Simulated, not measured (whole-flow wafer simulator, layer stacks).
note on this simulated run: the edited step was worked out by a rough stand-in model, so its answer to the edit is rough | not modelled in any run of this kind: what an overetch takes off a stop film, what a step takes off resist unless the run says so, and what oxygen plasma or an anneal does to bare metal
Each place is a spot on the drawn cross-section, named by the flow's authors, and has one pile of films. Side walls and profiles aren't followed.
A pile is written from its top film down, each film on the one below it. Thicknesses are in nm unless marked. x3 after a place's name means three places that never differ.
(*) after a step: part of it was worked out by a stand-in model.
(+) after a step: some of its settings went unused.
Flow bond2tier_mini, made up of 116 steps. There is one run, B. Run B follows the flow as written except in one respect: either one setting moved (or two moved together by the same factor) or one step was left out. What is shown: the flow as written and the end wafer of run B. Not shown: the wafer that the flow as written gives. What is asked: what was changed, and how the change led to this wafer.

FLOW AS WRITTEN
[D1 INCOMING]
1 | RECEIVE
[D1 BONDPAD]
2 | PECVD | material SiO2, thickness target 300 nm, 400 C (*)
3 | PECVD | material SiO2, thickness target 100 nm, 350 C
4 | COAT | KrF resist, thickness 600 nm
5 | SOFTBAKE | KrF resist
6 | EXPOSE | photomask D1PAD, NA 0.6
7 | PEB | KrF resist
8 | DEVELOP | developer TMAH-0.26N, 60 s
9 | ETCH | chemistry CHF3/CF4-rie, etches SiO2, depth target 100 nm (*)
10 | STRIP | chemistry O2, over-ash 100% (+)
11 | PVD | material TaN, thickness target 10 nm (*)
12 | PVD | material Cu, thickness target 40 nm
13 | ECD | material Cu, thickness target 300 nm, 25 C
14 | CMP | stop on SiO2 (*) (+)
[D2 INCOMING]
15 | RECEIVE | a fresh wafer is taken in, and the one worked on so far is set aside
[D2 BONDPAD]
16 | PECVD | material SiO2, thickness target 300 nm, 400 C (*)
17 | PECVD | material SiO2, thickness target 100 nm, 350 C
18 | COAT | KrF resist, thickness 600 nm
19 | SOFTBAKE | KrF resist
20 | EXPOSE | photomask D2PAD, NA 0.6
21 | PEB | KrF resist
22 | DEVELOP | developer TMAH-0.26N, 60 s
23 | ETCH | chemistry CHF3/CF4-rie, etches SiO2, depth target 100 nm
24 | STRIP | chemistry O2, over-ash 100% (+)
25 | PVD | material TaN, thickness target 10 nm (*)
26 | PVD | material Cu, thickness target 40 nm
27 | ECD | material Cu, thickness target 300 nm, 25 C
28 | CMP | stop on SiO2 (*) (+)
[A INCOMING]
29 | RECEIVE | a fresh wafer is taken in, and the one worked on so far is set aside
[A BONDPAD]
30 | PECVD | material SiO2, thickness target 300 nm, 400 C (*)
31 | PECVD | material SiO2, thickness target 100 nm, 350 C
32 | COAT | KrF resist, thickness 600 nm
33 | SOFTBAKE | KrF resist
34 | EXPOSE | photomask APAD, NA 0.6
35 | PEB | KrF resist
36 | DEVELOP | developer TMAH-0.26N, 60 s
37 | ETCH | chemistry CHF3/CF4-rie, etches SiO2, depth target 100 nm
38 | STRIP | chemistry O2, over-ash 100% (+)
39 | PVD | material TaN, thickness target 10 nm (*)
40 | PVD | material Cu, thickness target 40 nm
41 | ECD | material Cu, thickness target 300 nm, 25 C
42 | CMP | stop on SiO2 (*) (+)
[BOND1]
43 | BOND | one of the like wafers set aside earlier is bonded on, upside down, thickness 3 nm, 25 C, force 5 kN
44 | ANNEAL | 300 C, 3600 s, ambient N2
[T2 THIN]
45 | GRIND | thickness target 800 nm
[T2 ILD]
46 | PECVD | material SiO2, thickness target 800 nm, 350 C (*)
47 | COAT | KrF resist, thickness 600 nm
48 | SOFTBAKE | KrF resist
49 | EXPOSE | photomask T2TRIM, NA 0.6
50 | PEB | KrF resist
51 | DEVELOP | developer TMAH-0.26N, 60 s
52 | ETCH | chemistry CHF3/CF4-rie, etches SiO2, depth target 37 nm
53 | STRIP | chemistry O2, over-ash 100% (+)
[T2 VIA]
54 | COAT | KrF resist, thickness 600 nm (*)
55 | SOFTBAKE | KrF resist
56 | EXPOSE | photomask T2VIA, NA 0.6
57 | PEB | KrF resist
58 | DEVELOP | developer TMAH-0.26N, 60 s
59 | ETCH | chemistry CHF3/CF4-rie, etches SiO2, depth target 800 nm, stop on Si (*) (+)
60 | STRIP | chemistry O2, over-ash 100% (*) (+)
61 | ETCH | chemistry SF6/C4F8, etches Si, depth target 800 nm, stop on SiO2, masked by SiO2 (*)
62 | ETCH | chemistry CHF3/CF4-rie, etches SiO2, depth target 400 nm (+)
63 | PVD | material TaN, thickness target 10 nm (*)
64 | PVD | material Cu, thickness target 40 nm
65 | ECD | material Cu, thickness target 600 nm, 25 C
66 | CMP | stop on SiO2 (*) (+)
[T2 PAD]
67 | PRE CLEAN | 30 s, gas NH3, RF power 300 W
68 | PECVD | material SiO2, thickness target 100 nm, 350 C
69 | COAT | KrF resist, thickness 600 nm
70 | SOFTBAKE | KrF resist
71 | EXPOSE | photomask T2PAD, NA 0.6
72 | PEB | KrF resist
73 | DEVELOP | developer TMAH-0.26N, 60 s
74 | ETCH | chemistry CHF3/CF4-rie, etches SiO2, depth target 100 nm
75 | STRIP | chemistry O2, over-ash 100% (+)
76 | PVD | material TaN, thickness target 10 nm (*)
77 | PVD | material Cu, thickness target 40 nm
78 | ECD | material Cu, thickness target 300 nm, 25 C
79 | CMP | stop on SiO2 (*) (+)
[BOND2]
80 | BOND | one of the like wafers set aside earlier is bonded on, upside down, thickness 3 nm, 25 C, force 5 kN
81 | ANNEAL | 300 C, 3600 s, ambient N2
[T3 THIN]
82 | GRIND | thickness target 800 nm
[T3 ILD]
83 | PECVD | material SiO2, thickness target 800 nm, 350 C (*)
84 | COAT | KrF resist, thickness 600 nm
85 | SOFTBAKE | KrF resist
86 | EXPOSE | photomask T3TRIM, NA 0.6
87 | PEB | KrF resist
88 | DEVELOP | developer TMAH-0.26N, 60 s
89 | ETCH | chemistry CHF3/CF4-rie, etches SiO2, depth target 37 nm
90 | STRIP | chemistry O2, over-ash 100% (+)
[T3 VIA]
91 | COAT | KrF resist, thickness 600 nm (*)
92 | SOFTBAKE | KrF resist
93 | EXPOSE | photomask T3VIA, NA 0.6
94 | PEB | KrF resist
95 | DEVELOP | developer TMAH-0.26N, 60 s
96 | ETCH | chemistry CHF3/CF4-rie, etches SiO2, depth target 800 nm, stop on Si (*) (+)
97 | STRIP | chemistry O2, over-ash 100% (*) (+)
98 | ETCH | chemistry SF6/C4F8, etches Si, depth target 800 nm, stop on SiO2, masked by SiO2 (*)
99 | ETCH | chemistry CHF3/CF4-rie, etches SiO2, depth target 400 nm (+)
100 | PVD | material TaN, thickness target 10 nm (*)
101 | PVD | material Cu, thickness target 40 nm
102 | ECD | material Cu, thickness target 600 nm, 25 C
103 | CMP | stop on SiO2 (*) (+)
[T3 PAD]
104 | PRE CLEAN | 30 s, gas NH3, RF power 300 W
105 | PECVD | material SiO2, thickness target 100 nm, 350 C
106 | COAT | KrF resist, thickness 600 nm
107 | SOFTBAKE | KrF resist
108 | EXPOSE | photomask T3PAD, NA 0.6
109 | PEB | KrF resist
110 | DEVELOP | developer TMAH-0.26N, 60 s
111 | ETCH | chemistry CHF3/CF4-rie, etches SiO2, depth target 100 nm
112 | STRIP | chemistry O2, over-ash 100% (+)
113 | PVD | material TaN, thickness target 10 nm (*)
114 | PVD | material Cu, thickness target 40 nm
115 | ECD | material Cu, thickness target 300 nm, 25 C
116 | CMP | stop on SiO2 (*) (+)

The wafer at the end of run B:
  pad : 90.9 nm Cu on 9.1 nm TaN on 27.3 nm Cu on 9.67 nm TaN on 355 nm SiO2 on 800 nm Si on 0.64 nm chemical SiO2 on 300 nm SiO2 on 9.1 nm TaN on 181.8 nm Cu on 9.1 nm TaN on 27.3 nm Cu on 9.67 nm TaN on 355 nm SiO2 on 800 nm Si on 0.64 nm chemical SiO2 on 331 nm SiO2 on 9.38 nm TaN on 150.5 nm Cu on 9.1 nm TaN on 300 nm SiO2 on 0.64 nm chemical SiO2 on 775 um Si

What caused this: step 9, ETCH: depth target 69 nm was run, while the flow as written has depth target 100 nm.

How this came from the change, step by step:
  9 | ETCH | chemistry CHF3/CF4-rie, etches SiO2, depth target 100 nm (*)
      pad, via: -69 SiO2 (as written it would have been: -100 SiO2)
      field: -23 KrF resist (as written it would have been: -33.3 KrF resist)
  12 | PVD | material Cu, thickness target 40 nm
      pad: +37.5 Cu (new film) (as written it would have been: +36.4 Cu (new film))
  13 | ECD | material Cu, thickness target 300 nm, 25 C
      pad: +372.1 Cu (as written it would have been: +404.5 Cu)
      via: +369.1 Cu (as written it would have been: +400.2 Cu)
  43 | BOND | one of the like wafers set aside earlier is bonded on, upside down, thickness 3 nm, 25 C, force 5 kN
      pad: +775 um Si (new film), +0.64 chemical SiO2 (new film), +331 SiO2 (new film), +9.38 TaN (new film), +59.6 Cu (as written it would have been: +775 um Si (new film), +0.64 chemical SiO2 (new film), +300 SiO2 (new film), +9.1 TaN (new film), +90.9 Cu)
      via: +775 um Si (new film), +0.64 chemical SiO2 (new film), +331 SiO2 (new film), +9.99 TaN (new film), +59 Cu (as written it would have been: +775 um Si (new film), +0.64 chemical SiO2 (new film), +300 SiO2 (new film), +9.97 TaN (new film), +90 Cu)
